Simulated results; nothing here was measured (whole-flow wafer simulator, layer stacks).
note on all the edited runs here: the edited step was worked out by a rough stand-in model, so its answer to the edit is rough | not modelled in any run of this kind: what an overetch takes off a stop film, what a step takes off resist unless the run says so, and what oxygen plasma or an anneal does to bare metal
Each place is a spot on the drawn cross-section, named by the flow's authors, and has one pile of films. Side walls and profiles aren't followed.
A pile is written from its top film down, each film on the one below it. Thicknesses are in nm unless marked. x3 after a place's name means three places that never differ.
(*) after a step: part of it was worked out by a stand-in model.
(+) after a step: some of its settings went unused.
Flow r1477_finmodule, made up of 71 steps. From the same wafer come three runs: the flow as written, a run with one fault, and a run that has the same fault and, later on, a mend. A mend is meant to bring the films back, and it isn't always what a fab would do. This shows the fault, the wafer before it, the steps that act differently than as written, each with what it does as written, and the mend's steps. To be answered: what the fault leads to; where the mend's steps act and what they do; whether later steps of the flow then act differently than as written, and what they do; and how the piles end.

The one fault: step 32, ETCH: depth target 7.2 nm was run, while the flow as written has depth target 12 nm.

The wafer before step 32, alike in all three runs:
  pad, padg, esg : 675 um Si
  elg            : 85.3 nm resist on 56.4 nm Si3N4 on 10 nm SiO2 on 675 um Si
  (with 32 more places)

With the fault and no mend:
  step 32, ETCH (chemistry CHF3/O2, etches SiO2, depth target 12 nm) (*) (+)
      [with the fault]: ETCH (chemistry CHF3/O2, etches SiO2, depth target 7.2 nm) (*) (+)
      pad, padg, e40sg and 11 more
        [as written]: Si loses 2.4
        [with the fault]: Si loses 1.44
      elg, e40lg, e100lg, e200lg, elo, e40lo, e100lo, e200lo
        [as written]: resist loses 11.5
        [with the fault]: resist loses 6.9
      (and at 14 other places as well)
  Steps later in the flow that act otherwise than as written (5 more steps, not shown, differ only slightly: by at most 2% or 0.5 nm, whichever is larger):
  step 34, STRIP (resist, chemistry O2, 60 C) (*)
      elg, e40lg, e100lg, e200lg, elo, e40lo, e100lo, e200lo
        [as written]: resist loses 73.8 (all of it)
        [with the fault]: resist loses 78.4 (all of it)
  At the end the piles are close to the flow's at the places that both follow, differing by at most 2% or 0.5 nm, whichever is larger.

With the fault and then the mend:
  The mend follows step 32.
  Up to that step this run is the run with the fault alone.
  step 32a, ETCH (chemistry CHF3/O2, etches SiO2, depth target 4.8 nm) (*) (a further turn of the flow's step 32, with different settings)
      pad, padg, e40sg and 11 more
        Si loses 0.96
      elg, e40lg, e100lg, e200lg, elo, e40lo, e100lo, e200lo
        resist loses 4.6
      s40sg_line, s45sg_line, s50sg_line, s40so_line, s45so_line, s50so_line
        SiO2 loses 4.8
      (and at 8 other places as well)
  None of the later steps of the flow differs from how it acts as written, at any place that is followed, by more than 2% or 0.5 nm, whichever is larger.
  At the end the piles are close to the flow's at the places that both follow, differing by at most 2% or 0.5 nm, whichever is larger.
